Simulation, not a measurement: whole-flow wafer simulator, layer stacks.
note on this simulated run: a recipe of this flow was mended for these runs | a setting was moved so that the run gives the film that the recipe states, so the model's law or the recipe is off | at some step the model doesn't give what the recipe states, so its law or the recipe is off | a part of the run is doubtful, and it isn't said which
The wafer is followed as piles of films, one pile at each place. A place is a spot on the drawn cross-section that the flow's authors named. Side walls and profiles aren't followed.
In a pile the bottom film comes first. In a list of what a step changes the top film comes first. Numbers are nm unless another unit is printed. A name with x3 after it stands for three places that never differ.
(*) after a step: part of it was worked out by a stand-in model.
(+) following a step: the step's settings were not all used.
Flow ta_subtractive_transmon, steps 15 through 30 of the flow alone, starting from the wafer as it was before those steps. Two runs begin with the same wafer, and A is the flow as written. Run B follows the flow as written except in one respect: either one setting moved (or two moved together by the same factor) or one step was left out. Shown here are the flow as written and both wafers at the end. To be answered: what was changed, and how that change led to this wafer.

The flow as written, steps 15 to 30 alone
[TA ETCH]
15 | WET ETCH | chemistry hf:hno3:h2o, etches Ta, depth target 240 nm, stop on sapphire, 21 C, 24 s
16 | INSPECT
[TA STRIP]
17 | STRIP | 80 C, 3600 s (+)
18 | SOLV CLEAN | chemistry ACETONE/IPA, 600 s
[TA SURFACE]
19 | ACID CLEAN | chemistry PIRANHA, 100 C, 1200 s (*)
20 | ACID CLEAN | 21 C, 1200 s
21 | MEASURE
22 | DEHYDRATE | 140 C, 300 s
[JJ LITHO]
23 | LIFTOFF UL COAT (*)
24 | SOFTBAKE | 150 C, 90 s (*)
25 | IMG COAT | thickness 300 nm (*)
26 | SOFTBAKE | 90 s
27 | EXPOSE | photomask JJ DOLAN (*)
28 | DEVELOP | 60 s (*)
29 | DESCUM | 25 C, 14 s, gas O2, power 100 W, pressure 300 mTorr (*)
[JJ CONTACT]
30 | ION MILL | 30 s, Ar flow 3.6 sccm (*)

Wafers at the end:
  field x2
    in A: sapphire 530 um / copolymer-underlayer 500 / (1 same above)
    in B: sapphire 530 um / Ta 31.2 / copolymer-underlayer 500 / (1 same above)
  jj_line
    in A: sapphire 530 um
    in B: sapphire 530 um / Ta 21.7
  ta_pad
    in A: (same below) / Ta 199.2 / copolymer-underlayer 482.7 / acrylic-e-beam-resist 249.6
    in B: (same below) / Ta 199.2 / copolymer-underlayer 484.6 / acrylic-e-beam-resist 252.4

What caused this: step 15, WET ETCH: 16.8 s was run, while the flow as written has 24 s.

The path from the change to this, step by step:
  15 | WET ETCH | chemistry hf:hno3:h2o, etches Ta, depth target 240 nm, stop on sapphire, 21 C, 24 s
      field x2, jj_line, lead: A Ta loses 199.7 (all of it) | B Ta loses 168
  30 | ION MILL | 30 s, Ar flow 3.6 sccm (*)
      jj_line, lead: A sapphire loses 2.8 | B Ta loses 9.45
Taking metal films that touch as one body, field x2 has 1 body; the flow as written gives 0 bodies.
Taking metal films that touch as one body, jj_line has 1 body; the flow as written gives 0 bodies.
